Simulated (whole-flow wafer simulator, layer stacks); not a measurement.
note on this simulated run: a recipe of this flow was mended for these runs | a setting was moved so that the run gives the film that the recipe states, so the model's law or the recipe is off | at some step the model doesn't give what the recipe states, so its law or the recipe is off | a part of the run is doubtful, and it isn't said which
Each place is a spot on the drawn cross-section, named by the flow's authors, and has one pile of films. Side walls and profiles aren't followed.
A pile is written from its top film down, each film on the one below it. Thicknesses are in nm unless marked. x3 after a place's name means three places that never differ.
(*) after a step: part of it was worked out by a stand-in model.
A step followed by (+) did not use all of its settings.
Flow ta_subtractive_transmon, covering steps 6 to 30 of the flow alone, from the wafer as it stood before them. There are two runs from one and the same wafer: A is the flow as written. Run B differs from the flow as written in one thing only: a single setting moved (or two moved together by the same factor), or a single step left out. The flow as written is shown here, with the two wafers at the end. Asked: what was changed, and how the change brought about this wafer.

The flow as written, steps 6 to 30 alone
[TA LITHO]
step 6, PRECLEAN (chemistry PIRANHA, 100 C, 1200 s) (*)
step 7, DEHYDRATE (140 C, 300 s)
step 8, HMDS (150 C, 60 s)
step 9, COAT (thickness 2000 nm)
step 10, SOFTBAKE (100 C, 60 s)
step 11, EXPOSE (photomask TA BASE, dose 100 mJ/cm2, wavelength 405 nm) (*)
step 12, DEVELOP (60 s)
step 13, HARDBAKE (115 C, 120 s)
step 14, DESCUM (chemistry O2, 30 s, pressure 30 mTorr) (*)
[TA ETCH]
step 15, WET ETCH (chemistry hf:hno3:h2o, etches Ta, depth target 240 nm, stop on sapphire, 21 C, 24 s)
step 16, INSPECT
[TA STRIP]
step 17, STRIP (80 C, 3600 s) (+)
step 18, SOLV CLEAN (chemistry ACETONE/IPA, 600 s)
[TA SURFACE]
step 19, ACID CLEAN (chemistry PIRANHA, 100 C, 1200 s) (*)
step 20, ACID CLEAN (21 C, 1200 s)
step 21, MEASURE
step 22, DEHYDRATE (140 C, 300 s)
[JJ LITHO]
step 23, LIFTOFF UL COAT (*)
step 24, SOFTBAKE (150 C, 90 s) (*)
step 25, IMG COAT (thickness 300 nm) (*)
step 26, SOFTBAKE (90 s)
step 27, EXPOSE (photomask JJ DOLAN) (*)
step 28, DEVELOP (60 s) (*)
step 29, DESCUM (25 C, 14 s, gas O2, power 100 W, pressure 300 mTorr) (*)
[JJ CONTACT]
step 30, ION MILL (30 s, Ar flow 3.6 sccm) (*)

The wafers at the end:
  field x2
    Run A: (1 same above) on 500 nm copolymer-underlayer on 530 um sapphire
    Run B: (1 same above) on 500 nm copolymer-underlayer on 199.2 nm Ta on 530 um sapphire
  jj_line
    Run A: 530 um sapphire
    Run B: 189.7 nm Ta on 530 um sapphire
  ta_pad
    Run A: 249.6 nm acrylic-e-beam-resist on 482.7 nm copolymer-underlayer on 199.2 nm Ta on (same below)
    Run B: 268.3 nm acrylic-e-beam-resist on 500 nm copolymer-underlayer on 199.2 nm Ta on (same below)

What caused this: step 15, WET ETCH: chemistry hf:hno3:h2o, etches Ta, depth target 240 nm, stop on sapphire, 21 C, 24 s, was omitted.

The path from the change to this, step by step:
  step 23, LIFTOFF UL COAT (*)
      lead: A copolymer-underlayer gains 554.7 (new film) | B copolymer-underlayer gains 500 (new film)
      ta_contact: A copolymer-underlayer gains 443.9 (new film) | B copolymer-underlayer gains 500 (new film)
      (also at 1 further place)
  step 25, IMG COAT (thickness 300 nm) (*)
      lead: A acrylic-e-beam-resist gains 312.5 (new film) | B acrylic-e-beam-resist gains 300 (new film)
      ta_contact: A acrylic-e-beam-resist gains 287.5 (new film) | B acrylic-e-beam-resist gains 300 (new film)
      (also at 1 further place)
  step 28, DEVELOP (60 s) (*)
      lead: A acrylic-e-beam-resist loses 312.5 (all of it), copolymer-underlayer loses 554.7 (all of it) | B acrylic-e-beam-resist loses 300 (all of it), copolymer-underlayer loses 500 (all of it)
      ta_contact: A acrylic-e-beam-resist loses 287.5 (all of it), copolymer-underlayer loses 443.9 (all of it) | B acrylic-e-beam-resist loses 300 (all of it), copolymer-underlayer loses 500 (all of it)
  step 30, ION MILL (30 s, Ar flow 3.6 sccm) (*)
      jj_line, lead: A sapphire loses 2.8 | B Ta loses 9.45
Taking metal films that touch as one body, field x2 has 1 body; the flow as written gives 0 bodies.
Taking metal films that touch as one body, jj_line has 1 body; the flow as written gives 0 bodies.
